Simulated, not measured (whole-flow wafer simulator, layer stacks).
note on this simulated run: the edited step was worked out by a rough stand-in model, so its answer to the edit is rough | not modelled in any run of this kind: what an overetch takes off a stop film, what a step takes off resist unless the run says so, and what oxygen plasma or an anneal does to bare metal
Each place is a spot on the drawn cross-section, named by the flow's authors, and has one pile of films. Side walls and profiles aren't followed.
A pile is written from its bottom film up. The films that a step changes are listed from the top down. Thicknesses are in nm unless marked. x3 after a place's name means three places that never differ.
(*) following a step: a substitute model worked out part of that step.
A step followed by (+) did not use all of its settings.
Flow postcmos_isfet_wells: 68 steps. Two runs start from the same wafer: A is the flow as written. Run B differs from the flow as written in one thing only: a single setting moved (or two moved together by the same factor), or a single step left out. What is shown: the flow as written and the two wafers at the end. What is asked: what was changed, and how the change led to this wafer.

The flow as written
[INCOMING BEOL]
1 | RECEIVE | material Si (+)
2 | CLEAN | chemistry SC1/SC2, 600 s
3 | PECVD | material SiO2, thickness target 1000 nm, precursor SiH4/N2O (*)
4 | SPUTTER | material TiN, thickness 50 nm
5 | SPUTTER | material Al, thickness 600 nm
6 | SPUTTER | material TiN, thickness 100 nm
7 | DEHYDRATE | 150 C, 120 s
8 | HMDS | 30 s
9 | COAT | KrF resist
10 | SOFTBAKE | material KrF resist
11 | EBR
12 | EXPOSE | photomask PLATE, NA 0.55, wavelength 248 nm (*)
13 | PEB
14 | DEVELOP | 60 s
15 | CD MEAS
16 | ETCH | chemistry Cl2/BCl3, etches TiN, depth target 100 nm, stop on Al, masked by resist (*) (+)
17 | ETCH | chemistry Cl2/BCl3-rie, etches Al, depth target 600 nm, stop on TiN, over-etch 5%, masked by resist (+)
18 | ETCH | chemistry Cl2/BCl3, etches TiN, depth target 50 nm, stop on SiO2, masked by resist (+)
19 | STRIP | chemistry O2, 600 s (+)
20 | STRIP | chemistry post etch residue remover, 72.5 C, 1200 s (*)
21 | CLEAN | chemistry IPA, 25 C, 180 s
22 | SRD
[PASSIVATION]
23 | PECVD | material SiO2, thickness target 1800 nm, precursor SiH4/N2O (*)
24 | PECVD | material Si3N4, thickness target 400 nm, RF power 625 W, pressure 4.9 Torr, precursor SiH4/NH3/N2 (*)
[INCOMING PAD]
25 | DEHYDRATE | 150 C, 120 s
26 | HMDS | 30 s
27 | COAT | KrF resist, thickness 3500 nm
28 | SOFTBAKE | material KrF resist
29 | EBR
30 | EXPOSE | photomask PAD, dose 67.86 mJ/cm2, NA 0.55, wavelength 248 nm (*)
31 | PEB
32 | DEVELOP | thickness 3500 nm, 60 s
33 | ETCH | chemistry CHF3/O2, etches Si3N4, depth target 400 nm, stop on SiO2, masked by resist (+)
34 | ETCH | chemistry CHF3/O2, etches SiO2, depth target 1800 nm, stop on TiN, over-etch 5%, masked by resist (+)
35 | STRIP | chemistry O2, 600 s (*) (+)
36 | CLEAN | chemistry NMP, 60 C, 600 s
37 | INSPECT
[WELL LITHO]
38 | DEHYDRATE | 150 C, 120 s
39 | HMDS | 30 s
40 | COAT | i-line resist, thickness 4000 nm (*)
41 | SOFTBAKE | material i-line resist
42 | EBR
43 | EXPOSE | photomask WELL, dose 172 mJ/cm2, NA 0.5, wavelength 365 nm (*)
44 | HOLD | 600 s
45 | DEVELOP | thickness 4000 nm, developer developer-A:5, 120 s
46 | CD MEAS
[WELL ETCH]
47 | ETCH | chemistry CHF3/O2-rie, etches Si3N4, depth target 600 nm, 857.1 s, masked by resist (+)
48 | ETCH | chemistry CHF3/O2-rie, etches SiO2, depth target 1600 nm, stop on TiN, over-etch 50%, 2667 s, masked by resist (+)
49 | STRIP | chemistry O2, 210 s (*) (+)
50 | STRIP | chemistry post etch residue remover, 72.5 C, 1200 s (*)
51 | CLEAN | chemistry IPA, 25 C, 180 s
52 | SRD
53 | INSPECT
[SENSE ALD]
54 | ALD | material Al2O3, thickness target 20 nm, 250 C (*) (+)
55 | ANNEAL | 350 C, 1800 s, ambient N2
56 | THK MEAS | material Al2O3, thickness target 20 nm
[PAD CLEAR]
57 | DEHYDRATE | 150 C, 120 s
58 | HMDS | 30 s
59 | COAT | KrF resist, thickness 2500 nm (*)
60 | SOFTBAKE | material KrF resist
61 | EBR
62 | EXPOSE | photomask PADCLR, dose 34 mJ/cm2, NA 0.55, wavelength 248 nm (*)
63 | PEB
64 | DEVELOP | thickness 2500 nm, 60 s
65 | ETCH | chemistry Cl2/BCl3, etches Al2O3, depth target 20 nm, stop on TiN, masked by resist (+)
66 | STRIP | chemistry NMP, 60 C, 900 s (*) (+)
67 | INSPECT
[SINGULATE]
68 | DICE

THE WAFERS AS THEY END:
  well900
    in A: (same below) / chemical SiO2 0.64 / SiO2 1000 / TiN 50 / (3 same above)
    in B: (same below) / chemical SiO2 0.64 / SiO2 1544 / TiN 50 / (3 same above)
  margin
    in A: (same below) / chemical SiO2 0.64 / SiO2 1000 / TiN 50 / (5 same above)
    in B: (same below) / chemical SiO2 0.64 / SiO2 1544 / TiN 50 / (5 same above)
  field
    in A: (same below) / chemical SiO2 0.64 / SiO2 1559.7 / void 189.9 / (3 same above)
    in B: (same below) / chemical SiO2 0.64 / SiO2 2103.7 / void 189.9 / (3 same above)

The reason: step 3, PECVD: thickness target 1544 nm was run, though the flow has thickness target 1000 nm.
The wafer itself shows it: well900 has SiO2 1544, and step 3 as written asks for 1000 nm.

How this came from the change, step by step:
  3 | PECVD | material SiO2, thickness target 1000 nm, precursor SiH4/N2O (*)
      field, margin, well900, well1300 x3, pad_rim, pad_clr, pad_open: A +1000 SiO2 (new film) | B +1544 SiO2 (new film)
